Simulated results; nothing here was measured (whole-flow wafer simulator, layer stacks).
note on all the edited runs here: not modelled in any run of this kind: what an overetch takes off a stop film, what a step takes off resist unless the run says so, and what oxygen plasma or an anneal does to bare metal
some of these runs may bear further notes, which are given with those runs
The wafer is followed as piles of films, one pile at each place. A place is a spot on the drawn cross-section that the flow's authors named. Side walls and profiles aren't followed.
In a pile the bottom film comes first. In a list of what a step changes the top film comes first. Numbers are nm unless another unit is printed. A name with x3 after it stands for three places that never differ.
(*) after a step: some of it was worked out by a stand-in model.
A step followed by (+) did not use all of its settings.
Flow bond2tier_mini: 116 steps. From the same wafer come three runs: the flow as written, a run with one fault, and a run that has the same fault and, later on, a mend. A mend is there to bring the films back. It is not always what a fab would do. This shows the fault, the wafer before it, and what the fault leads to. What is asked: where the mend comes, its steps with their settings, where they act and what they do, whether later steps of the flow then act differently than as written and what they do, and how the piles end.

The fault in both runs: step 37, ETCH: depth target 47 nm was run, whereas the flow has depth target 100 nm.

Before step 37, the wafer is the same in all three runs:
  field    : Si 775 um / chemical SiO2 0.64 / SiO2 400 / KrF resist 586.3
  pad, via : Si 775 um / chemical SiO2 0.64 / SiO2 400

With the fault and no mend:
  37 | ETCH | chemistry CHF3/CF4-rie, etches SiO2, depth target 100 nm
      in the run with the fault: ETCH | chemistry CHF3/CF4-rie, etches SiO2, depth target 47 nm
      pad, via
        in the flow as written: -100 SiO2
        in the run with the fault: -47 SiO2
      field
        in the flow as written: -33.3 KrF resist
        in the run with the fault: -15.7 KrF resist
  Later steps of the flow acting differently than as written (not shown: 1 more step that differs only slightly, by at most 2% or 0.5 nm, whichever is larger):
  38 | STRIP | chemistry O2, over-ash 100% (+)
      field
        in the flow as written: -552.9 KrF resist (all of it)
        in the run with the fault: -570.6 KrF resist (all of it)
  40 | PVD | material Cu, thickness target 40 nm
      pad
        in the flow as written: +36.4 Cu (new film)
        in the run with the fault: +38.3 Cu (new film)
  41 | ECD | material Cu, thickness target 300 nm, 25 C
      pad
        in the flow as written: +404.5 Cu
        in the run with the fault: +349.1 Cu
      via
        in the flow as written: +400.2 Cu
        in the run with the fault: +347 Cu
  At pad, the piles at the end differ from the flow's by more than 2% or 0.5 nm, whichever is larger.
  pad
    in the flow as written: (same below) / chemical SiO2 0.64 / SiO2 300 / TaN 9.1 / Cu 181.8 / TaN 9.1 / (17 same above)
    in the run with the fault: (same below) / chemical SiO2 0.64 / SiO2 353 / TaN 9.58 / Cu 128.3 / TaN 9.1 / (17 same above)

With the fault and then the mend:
  After step 38 comes the mend.
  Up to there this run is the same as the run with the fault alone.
  38a | COAT | KrF resist, thickness 600 nm (*) (the flow's step 32 again)
      field
        +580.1 KrF resist (new film)
      pad
        +620.8 KrF resist (new film)
      via
        +618.2 KrF resist (new film)
  38b | SOFTBAKE | KrF resist (the flow's step 33 again)
      alters no film at any place that is followed
  38c | EXPOSE | photomask APAD, NA 0.6 (the flow's step 34 again)
      alters no film at any place that is followed
  38d | PEB | KrF resist (the flow's step 35 again)
      alters no film at any place that is followed
  38e | DEVELOP | developer TMAH-0.26N, 60 s (the flow's step 36 again)
      field
        -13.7 KrF resist
      pad
        -620.8 KrF resist (all of it)
      via
        -618.2 KrF resist (all of it)
  38f | ETCH | chemistry CHF3/CF4-rie, etches SiO2, depth target 53 nm (the flow's step 37 again, with other settings)
      pad, via
        -53 SiO2
      field
        -17.7 KrF resist
  38g | STRIP | chemistry O2, over-ash 100% (+) (the flow's step 38 again)
      field
        -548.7 KrF resist (all of it)
  Every later step of the flow that is run acts as written at every place that is followed.
  The piles end the same as the flow's at every place that both follow.
